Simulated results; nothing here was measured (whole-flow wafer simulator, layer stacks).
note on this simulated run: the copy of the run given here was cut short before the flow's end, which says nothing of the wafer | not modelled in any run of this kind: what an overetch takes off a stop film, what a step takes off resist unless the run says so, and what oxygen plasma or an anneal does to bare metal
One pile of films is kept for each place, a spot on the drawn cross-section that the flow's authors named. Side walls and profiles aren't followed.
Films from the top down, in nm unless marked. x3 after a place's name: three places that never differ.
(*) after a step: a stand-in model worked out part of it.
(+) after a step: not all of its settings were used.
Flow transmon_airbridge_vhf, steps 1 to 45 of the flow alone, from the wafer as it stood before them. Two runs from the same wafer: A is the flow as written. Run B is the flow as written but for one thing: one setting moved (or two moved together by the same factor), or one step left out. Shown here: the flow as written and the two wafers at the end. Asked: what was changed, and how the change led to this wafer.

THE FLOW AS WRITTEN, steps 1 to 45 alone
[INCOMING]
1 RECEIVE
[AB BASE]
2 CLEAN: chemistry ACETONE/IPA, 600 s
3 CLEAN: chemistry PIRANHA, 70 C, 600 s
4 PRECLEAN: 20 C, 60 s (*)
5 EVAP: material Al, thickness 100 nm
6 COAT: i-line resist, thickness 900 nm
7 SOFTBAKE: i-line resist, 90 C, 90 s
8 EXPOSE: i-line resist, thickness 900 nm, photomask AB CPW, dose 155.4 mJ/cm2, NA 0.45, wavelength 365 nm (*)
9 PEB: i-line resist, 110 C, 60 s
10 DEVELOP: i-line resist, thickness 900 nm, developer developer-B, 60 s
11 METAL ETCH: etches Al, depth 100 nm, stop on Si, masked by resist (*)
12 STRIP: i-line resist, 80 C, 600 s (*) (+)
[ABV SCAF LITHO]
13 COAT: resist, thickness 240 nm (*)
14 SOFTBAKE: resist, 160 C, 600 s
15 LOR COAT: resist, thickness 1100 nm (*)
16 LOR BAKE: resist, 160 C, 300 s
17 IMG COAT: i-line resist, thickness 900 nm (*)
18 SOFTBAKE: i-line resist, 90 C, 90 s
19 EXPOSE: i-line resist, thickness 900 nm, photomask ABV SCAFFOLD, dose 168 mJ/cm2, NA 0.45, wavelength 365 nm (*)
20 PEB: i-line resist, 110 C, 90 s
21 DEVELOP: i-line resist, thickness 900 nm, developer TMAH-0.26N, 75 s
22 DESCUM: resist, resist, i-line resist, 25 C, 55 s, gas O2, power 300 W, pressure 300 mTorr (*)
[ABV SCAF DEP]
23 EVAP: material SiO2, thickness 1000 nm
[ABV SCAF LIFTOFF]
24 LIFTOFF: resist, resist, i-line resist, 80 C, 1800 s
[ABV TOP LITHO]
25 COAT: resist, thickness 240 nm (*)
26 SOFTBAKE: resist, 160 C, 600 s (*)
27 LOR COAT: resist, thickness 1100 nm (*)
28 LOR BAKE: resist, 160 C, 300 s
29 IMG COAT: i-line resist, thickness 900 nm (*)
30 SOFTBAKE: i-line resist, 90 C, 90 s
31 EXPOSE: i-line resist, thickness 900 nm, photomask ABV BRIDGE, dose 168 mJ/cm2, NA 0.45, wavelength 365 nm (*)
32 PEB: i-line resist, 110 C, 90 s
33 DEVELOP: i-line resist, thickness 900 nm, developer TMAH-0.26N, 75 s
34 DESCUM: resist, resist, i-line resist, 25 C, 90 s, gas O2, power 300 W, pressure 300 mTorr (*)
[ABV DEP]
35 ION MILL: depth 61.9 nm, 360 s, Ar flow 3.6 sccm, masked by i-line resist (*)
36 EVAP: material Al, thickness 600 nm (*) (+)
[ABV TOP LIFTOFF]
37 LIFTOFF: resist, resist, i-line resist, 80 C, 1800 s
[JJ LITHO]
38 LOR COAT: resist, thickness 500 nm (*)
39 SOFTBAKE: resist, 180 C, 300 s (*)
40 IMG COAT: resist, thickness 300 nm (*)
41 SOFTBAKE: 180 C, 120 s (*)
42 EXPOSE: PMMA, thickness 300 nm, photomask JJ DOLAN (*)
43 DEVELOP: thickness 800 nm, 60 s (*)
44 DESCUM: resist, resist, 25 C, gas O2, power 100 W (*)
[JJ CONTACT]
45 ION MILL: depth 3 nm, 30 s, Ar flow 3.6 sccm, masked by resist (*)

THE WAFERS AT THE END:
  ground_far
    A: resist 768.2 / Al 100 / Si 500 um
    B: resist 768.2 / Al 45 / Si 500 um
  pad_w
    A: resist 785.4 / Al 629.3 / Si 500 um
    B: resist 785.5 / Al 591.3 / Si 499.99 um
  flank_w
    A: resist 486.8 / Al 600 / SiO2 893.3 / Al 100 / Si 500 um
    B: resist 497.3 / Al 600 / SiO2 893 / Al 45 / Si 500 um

The cause: step 5, EVAP: thickness 45 nm was run, where the flow has thickness 100 nm.
It can be read off the wafer: ground_far has Al 45, and step 5 as written asks for 100 nm.

How the change led to this, step by step:
  5 EVAP: material Al, thickness 100 nm
      field x3, jj_line, ground_far and 12 more: A Al +100 (new film) | B Al +45 (new film)
  11 METAL ETCH: etches Al, depth 100 nm, stop on Si, masked by resist (*)
      ground_far, pad_w, flank_w and 8 more: A i-line resist -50 | B i-line resist -33.8
      field x3, jj_line, gap_w, gap_e: A Al -100 (all of it) | B Al -45 (all of it)
  13 COAT: resist, thickness 240 nm (*)
      flank_w, flank_e: A resist +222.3 (new film) | B resist +231.2 (new film)
      gap_w, gap_e: A resist +251.7 (new film) | B resist +245.7 (new film)
  22 DESCUM: resist, resist, i-line resist, 25 C, 55 s, gas O2, power 300 W, pressure 300 mTorr (*)
      flank_w, flank_e: A resist -222.3 (all of it) | B resist -231.2 (all of it)
      gap_w, gap_e: A resist -251.7 (all of it) | B resist -245.7 (all of it)
  25 COAT: resist, thickness 240 nm (*)
      flank_w, flank_e: A resist +152.6 (new film) | B resist +159.4 (new film)
      gap_w, gap_e: A resist +210.7 (new film) | B resist +204.7 (new film)
  29 IMG COAT: i-line resist, thickness 900 nm (*)
      gap_w, gap_e: A i-line resist +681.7 (new film) | B i-line resist +667.3 (new film)
  32 PEB: i-line resist, 110 C, 90 s
      gap_w, gap_e: A i-line resist -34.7 | B i-line resist -34
  33 DEVELOP: i-line resist, thickness 900 nm, developer TMAH-0.26N, 75 s
      gap_w, gap_e: A i-line resist -646.9 (all of it), resist -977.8 | B i-line resist -633.3 (all of it), resist -962.2
  34 DESCUM: resist, resist, i-line resist, 25 C, 90 s, gas O2, power 300 W, pressure 300 mTorr (*)
      flank_w, flank_e: A resist -152.6 (all of it) | B resist -159.4 (all of it)
      gap_w, gap_e: A resist -210.7 (all of it) | B resist -204.7 (all of it)
  35 ION MILL: depth 61.9 nm, 360 s, Ar flow 3.6 sccm, masked by i-line resist (*)
      pad_w, pad_e: A Al -61.9 | B Al -45 (all of it), Si -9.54
  36 EVAP: material Al, thickness 600 nm (*) (+)
      pad_w, pad_e: A Al +591.2 | B Al +591.3 (new film)
  38 LOR COAT: resist, thickness 500 nm (*)
      gap_w, gap_e: A resist +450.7 (new film) | B resist +441.1 (new film)
  40 IMG COAT: resist, thickness 300 nm (*)
      flank_w, flank_e: A resist +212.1 | B resist +220
      gap_w, gap_e: A resist +245.7 | B resist +240.6
